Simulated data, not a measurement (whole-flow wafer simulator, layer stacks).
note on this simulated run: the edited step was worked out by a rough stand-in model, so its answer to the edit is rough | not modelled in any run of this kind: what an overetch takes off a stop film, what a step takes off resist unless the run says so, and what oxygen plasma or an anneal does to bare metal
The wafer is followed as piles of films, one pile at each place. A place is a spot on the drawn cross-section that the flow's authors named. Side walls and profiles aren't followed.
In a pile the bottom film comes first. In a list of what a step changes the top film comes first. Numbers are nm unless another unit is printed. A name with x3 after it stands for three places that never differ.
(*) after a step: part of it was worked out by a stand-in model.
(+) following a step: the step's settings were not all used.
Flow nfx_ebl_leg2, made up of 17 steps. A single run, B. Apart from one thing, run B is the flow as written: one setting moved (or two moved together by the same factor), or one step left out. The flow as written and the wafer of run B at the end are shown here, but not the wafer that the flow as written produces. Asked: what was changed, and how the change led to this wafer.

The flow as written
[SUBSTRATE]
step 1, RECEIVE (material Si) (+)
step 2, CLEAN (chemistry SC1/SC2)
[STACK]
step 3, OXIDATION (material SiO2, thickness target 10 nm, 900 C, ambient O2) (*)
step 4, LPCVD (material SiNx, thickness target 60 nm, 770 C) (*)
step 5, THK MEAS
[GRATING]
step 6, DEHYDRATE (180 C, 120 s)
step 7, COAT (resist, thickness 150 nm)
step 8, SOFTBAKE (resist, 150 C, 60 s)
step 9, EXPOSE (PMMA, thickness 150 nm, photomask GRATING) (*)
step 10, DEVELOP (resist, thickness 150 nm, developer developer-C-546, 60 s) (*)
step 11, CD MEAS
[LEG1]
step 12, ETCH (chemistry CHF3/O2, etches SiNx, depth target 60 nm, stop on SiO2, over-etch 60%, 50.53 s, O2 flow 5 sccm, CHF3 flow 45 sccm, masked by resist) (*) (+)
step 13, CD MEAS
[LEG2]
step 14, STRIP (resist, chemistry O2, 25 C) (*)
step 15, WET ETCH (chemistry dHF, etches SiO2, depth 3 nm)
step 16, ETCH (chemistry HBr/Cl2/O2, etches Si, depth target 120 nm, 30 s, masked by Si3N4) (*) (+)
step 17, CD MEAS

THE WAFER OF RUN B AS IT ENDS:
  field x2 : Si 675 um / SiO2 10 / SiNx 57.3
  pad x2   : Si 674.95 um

What caused this: step 16, ETCH: depth target 48 nm was run, though the flow has depth target 120 nm; step 16, ETCH: 12 s was run, where the flow has 30 s.

Step by step, how the change led to this:
  step 16, ETCH (chemistry HBr/Cl2/O2, etches Si, depth target 120 nm, 30 s, masked by Si3N4) (*) (+)
      field x2: -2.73 SiNx (in the flow as written it would be: -6.82 SiNx)
      pad x2: -48 Si (in the flow as written it would be: -120 Si)
